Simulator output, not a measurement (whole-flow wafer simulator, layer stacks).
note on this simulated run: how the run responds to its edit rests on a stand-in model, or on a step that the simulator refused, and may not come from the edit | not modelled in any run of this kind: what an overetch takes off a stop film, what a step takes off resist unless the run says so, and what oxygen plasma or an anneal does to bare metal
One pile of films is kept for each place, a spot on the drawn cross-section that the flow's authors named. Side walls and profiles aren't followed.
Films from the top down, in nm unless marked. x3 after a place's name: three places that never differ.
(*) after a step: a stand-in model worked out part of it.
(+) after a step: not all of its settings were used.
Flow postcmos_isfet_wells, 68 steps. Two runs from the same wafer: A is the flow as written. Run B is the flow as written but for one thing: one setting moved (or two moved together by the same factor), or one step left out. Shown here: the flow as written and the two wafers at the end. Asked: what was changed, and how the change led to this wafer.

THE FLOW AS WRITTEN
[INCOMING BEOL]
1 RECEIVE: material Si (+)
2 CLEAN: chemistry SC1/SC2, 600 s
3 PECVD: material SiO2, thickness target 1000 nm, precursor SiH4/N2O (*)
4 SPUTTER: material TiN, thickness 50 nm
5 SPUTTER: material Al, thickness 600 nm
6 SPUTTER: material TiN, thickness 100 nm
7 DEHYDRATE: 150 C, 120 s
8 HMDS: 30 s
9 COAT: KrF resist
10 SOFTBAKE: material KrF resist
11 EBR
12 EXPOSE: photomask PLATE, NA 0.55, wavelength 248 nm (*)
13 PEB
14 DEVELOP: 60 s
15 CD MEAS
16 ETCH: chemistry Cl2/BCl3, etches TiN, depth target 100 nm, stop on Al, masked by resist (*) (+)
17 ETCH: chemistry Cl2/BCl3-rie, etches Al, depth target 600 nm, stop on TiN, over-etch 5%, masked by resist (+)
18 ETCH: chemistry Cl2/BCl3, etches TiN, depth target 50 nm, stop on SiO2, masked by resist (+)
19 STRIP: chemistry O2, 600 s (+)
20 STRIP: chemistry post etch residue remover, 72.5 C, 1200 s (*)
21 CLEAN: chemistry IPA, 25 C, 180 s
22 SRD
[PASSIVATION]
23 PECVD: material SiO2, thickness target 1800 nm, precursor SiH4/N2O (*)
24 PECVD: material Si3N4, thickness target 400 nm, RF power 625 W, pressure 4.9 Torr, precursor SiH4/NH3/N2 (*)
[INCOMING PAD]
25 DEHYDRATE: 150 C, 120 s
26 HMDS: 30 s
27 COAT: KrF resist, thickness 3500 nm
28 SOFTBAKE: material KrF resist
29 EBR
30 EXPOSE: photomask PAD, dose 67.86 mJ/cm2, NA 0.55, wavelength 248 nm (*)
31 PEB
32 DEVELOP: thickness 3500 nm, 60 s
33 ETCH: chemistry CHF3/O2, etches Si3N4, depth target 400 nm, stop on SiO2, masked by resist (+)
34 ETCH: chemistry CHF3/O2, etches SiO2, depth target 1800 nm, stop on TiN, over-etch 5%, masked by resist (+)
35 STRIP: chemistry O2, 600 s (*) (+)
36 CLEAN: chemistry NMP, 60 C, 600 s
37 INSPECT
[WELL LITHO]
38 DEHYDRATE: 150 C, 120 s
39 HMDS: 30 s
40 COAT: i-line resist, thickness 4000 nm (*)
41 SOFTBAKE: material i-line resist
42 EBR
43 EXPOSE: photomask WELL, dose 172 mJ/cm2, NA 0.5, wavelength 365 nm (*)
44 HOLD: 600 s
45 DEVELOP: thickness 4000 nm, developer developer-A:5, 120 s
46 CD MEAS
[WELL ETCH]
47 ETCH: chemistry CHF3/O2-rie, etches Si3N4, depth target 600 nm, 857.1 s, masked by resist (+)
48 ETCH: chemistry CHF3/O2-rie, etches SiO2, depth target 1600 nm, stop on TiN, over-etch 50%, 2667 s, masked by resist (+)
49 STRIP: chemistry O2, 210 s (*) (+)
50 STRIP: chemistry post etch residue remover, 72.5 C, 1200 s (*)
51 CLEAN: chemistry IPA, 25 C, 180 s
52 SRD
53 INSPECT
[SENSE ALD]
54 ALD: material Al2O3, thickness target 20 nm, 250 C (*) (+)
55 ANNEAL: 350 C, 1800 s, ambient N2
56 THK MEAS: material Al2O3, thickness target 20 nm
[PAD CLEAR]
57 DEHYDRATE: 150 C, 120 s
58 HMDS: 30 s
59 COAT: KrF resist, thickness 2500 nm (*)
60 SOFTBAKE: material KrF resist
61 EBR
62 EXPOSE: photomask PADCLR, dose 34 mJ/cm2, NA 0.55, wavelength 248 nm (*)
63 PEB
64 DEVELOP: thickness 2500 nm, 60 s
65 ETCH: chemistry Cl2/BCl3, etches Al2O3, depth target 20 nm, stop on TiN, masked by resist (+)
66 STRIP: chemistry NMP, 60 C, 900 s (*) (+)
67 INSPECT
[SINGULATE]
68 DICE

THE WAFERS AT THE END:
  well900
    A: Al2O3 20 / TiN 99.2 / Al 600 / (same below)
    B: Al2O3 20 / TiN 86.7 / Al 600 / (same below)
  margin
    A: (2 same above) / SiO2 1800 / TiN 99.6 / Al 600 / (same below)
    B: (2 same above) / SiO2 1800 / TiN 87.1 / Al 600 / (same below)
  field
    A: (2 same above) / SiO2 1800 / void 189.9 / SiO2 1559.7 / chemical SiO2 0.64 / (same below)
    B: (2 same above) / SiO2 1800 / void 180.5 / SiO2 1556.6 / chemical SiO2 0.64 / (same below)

The cause: step 6, SPUTTER: thickness 87.5 nm was run, where the flow has thickness 100 nm.

How the change led to this, step by step:
  6 SPUTTER: material TiN, thickness 100 nm
      field, margin, well900, well1300 x3, pad_rim, pad_clr, pad_open: A TiN +100 (new film) | B TiN +87.5 (new film)
  16 ETCH: chemistry Cl2/BCl3, etches TiN, depth target 100 nm, stop on Al, masked by resist (*) (+)
      field: A TiN -100 (all of it) | B TiN -87.5 (all of it)
  23 PECVD: material SiO2, thickness target 1800 nm, precursor SiH4/N2O (*)
      field: A SiO2 +1800 (new film), void +189.9 (new film), SiO2 +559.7 | B SiO2 +1800 (new film), void +180.5 (new film), SiO2 +556.6
